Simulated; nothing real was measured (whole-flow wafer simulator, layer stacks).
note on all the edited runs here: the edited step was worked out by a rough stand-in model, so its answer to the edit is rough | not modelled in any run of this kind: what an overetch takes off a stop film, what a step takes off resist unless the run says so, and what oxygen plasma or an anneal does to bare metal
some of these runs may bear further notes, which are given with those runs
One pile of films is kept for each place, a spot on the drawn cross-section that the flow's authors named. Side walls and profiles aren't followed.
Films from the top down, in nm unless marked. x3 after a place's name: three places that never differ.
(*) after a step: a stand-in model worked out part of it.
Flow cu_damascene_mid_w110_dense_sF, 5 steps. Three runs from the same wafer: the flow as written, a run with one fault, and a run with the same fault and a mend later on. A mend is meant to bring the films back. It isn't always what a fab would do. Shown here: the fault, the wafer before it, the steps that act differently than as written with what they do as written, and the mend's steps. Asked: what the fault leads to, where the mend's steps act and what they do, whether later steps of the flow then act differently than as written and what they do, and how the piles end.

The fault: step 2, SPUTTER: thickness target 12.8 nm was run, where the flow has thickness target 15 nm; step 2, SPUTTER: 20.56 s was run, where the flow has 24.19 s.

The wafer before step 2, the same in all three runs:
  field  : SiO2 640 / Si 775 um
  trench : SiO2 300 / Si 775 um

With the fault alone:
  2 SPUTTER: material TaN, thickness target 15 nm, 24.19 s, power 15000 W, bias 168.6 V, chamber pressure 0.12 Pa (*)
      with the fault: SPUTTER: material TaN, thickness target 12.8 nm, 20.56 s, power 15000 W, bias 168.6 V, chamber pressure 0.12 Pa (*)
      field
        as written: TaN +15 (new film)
        with the fault: TaN +12.8 (new film)
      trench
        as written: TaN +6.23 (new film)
        with the fault: TaN +5.32 (new film)
  No later step of the flow acts differently than as written, at any place that is followed, by more than 2% or 0.5 nm, whichever is larger.
  At the end the piles differ from the flow's by more than 2% or 0.5 nm, whichever is larger, at field, trench.
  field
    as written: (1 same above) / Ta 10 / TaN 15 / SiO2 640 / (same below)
    with the fault: (1 same above) / Ta 10 / TaN 12.8 / SiO2 640 / (same below)
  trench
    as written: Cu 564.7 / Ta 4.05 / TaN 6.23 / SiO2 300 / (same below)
    with the fault: Cu 563.4 / Ta 4.07 / TaN 5.32 / SiO2 300 / (same below)

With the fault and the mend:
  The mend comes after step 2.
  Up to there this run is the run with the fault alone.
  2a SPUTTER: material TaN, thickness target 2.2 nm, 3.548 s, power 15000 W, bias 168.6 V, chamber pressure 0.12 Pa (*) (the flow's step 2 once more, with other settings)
      field
        TaN +2.2
      trench
        TaN +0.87
  No later step of the flow acts differently than as written, at any place that is followed, by more than 2% or 0.5 nm, whichever is larger.
  At the end the piles differ from the flow's only slightly at the places that both follow, by at most 2% or 0.5 nm, whichever is larger.
